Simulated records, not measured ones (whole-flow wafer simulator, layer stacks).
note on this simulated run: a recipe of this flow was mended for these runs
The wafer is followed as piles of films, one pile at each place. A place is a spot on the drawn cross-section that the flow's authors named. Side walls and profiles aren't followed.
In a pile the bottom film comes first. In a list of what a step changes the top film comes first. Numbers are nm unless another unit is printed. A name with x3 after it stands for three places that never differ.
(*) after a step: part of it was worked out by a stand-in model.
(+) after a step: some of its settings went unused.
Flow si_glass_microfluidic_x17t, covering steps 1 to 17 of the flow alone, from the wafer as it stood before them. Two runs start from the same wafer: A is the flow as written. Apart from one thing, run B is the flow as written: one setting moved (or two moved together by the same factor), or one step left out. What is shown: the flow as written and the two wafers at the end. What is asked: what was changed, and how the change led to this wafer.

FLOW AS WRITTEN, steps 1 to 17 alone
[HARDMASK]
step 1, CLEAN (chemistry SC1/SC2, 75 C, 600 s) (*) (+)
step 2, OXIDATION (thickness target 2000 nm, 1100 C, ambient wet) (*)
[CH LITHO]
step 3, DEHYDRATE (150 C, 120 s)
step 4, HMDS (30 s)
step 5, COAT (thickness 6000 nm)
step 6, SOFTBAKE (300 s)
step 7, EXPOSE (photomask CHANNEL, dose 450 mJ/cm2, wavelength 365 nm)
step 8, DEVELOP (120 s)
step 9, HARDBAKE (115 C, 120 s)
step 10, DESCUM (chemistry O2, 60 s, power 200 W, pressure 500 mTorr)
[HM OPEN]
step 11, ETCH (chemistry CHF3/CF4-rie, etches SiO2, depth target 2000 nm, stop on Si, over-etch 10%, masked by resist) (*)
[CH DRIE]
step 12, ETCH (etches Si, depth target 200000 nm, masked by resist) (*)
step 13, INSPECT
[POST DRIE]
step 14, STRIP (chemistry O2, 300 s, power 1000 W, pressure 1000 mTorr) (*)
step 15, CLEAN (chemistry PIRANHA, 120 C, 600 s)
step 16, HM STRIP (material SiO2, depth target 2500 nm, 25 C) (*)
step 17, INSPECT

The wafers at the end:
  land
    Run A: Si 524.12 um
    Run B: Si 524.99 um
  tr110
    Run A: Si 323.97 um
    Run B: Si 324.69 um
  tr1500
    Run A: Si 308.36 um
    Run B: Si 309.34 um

What caused this: step 2, OXIDATION: thickness target 2000 nm, 1100 C, ambient wet (*), was omitted.

The path from the change to this, step by step:
  step 10, DESCUM (chemistry O2, 60 s, power 200 W, pressure 500 mTorr)
      tr110, tr1500, tr15: A nothing | B chemical SiO2 gains 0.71, Si loses 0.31
  step 11, ETCH (chemistry CHF3/CF4-rie, etches SiO2, depth target 2000 nm, stop on Si, over-etch 10%, masked by resist) (*)
      tr110, tr1500, tr15: A SiO2 loses 2000 (all of it), Si loses 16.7 | B chemical SiO2 loses 1.31 (all of it), Si loses 183.2
  step 12, ETCH (etches Si, depth target 200000 nm, masked by resist) (*)
      tr1500: A Si loses 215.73 um | B Si loses 215.47 um
      tr15: A Si loses 149.99 um | B Si loses 150.65 um
  step 14, STRIP (chemistry O2, 300 s, power 1000 W, pressure 1000 mTorr) (*)
      land: A thick-i-line-resist loses 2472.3 (all of it) | B thick-i-line-resist loses 2475.7 (all of it), chemical SiO2 gains 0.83, Si loses 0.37
  step 16, HM STRIP (material SiO2, depth target 2500 nm, 25 C) (*)
      land: A SiO2 loses 2000 (all of it) | B chemical SiO2 loses 1.43 (all of it)
